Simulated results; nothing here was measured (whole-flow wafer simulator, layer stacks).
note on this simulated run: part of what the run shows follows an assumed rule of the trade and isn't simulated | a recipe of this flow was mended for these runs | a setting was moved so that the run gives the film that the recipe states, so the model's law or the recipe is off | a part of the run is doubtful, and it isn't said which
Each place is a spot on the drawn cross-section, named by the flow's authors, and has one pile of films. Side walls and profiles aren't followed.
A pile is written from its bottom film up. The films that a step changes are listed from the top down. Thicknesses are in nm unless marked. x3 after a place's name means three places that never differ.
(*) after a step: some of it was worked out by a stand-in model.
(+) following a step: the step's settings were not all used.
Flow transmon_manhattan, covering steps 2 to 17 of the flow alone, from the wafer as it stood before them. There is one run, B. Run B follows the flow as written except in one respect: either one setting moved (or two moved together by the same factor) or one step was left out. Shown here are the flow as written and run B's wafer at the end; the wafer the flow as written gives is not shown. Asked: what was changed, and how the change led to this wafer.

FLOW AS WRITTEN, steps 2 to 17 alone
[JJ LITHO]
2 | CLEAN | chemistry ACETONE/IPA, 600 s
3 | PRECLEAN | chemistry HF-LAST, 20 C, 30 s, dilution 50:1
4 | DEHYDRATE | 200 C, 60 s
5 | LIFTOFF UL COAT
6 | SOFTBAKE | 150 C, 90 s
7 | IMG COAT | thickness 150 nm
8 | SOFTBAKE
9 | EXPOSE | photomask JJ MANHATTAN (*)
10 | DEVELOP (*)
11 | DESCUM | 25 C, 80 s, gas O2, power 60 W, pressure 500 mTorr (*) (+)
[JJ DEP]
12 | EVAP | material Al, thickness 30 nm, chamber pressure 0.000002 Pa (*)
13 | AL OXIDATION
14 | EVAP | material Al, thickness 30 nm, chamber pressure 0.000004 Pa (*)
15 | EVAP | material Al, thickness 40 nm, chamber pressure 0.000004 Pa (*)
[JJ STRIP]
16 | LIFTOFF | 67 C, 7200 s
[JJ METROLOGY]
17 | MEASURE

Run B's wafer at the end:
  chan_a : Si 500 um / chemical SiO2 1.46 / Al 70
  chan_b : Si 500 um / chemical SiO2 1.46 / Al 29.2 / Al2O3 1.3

The reason: step 7, IMG COAT: thickness 150 nm, was skipped.

Step by step, how the change led to this:
  10 | DEVELOP (*)
      chan_a, chan_b: copolymer-underlayer loses 500 (all of it) (in the flow as written it would be: e-beam-resist loses 150 (all of it), copolymer-underlayer loses 500 (all of it))
  11 | DESCUM | 25 C, 80 s, gas O2, power 60 W, pressure 500 mTorr (*) (+)
      chan_a, chan_b: chemical SiO2 gains 1.46 (new film), Si loses 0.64 (in the flow as written it would be: nothing)
      field: copolymer-underlayer loses 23 (in the flow as written it would be: e-beam-resist loses 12)
  16 | LIFTOFF | 67 C, 7200 s
      field: Al loses 70 (all of it), Al2O3 loses 1.3 (all of it), Al loses 29.2 (all of it), copolymer-underlayer loses 477 (all of it) (in the flow as written it would be: Al loses 70 (all of it), Al2O3 loses 1.3 (all of it), Al loses 29.2 (all of it), e-beam-resist loses 138 (all of it), copolymer-underlayer loses 500 (all of it))
